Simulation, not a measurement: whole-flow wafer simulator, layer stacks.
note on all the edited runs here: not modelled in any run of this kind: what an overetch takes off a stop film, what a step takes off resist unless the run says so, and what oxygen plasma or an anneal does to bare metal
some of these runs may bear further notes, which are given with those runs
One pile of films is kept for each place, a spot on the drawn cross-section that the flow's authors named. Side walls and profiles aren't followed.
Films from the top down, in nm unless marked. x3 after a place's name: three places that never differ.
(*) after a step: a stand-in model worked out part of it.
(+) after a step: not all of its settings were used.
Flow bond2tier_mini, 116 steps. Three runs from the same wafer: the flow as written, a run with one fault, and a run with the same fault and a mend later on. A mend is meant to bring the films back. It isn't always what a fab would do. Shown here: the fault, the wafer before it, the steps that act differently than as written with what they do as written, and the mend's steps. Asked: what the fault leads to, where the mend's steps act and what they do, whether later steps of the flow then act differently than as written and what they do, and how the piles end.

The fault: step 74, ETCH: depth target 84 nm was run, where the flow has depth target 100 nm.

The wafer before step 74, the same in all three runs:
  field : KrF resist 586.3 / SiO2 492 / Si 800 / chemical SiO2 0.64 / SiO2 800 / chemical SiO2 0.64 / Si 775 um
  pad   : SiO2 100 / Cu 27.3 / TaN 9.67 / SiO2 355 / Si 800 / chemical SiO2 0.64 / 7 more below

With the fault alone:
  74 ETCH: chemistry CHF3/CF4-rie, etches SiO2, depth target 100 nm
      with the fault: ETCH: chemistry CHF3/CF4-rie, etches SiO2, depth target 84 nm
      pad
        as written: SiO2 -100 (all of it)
        with the fault: SiO2 -84
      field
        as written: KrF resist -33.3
        with the fault: KrF resist -28
  Later steps of the flow that act differently than as written (3 more steps differ only slightly, by at most 2% or 0.5 nm, whichever is larger, and aren't shown):
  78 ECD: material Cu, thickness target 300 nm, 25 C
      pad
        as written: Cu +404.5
        with the fault: Cu +387.8
  At the end the piles differ from the flow's by more than 2% or 0.5 nm, whichever is larger, at pad.
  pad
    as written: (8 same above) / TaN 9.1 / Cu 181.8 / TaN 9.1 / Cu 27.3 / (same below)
    with the fault: (8 same above) / TaN 9.1 / Cu 165.7 / TaN 9.24 / SiO2 16 / Cu 27.3 / (same below)

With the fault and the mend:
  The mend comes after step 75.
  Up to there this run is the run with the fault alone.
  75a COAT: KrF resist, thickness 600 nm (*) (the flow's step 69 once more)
      field
        KrF resist +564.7 (new film)
      pad
        KrF resist +636.9 (new film)
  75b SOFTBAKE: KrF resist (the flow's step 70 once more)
      changes no film at any place that is followed
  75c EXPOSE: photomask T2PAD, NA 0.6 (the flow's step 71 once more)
      changes no film at any place that is followed
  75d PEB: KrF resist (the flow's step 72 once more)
      changes no film at any place that is followed
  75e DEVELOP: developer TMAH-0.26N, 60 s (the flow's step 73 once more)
      field
        KrF resist -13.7
      pad
        KrF resist -636.9 (all of it)
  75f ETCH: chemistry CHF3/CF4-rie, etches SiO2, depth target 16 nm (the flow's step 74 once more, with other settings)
      field
        KrF resist -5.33
      pad
        SiO2 -16 (all of it)
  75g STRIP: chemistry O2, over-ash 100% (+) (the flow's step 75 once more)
      field
        KrF resist -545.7 (all of it)
  No later step of the flow acts differently than as written at any place that is followed.
  At the end the piles are the same as the flow's at every place that both follow.
